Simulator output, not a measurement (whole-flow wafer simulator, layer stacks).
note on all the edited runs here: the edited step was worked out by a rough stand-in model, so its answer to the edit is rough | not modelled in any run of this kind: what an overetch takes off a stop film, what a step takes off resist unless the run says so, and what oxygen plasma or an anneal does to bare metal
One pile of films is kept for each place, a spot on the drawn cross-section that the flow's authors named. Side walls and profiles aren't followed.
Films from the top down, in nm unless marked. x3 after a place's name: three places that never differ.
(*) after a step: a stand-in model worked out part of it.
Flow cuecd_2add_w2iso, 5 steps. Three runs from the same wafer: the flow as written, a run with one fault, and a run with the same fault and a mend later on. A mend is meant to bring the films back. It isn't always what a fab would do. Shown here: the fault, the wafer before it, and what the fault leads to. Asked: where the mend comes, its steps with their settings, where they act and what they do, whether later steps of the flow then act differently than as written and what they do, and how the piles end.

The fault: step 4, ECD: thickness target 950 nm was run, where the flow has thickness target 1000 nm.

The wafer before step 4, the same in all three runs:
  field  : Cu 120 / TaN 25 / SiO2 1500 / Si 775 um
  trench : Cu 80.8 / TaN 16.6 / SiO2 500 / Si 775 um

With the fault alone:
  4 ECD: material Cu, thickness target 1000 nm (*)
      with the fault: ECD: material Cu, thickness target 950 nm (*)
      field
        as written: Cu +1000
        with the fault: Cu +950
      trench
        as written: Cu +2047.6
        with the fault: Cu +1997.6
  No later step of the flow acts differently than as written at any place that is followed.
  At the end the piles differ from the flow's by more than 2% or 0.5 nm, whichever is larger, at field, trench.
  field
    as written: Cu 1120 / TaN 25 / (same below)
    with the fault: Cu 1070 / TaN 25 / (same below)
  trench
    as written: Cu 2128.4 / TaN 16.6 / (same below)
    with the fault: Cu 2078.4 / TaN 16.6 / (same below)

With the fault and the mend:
  The mend comes after step 5.
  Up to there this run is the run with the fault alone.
  5a ECD: material Cu, thickness target 50 nm (the flow's step 4 once more, with other settings)
      field, trench
        Cu +50
  No later step of the flow acts differently than as written at any place that is followed.
  At the end the piles are the same as the flow's at every place that both follow.
